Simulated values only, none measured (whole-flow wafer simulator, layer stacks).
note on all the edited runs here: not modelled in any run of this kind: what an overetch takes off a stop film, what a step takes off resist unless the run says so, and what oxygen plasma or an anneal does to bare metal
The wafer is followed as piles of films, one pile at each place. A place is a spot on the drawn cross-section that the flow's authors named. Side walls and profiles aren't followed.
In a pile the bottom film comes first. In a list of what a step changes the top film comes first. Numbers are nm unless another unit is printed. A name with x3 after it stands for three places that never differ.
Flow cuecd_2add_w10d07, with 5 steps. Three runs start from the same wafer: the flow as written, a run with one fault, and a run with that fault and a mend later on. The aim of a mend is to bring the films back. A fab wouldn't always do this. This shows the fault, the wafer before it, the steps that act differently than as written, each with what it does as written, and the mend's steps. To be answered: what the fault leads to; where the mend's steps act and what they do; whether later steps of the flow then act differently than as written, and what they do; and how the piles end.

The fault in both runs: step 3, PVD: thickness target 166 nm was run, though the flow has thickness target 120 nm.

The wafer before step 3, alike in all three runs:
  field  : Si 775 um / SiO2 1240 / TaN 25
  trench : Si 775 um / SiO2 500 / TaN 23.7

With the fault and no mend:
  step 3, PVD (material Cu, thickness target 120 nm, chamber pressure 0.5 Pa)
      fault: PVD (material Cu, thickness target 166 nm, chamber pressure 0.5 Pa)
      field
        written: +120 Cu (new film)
        fault: +166 Cu (new film)
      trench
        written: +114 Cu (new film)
        fault: +157.9 Cu (new film)
  Later steps of the flow that are run all act as written at every place that is followed.
  By the end, the piles at field, trench depart from the flow's by more than 2% or 0.5 nm, whichever is larger.
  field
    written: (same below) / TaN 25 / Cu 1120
    fault: (same below) / TaN 25 / Cu 1166
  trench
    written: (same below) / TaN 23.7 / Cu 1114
    fault: (same below) / TaN 23.7 / Cu 1157.9

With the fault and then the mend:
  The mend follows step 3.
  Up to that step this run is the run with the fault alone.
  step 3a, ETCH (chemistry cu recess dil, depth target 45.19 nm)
      field, trench
        -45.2 Cu
  Later steps of the flow that are run all act as written at every place that is followed.
  At the end the piles are close to the flow's at the places that both follow, differing by at most 2% or 0.5 nm, whichever is larger.
